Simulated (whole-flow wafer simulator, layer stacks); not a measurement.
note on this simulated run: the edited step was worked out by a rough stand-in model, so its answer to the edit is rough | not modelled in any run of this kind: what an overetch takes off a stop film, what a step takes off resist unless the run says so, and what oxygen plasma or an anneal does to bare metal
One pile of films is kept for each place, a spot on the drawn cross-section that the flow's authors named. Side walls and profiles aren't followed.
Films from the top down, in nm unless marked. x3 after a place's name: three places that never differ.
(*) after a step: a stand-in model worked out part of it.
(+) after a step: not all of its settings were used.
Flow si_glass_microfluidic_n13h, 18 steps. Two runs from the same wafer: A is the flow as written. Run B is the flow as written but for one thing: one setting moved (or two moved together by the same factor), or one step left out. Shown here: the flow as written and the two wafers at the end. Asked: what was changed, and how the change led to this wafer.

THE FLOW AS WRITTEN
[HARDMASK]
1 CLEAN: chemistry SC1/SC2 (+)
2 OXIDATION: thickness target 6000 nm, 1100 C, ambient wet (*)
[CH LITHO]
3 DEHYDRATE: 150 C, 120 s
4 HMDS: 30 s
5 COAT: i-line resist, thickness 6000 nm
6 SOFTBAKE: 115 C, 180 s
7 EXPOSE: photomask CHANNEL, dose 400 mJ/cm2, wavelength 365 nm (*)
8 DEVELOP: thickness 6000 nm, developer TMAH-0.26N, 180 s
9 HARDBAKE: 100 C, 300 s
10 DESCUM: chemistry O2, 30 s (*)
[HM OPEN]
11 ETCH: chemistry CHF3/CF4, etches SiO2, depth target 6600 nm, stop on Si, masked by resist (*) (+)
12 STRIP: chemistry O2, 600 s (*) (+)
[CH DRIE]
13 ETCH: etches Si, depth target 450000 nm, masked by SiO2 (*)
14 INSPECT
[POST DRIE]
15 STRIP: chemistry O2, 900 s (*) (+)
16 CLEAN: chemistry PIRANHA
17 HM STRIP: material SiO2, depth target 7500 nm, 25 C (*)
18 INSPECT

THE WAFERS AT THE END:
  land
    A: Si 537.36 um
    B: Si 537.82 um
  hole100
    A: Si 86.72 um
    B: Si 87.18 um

The cause: step 2, OXIDATION: thickness target 4950 nm was run, where the flow has thickness target 6000 nm.

How the change led to this, step by step:
  2 OXIDATION: thickness target 6000 nm, 1100 C, ambient wet (*)
      land, hole100: A SiO2 +6000 (new film), chemical SiO2 -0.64 (all of it), Si -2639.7 | B SiO2 +4950 (new film), chemical SiO2 -0.64 (all of it), Si -2177.7
  11 ETCH: chemistry CHF3/CF4, etches SiO2, depth target 6600 nm, stop on Si, masked by resist (*) (+)
      hole100: A SiO2 -6000 (all of it) | B SiO2 -4950 (all of it)
  17 HM STRIP: material SiO2, depth target 7500 nm, 25 C (*)
      land: A SiO2 -2995.7 (all of it) | B SiO2 -1945.7 (all of it)
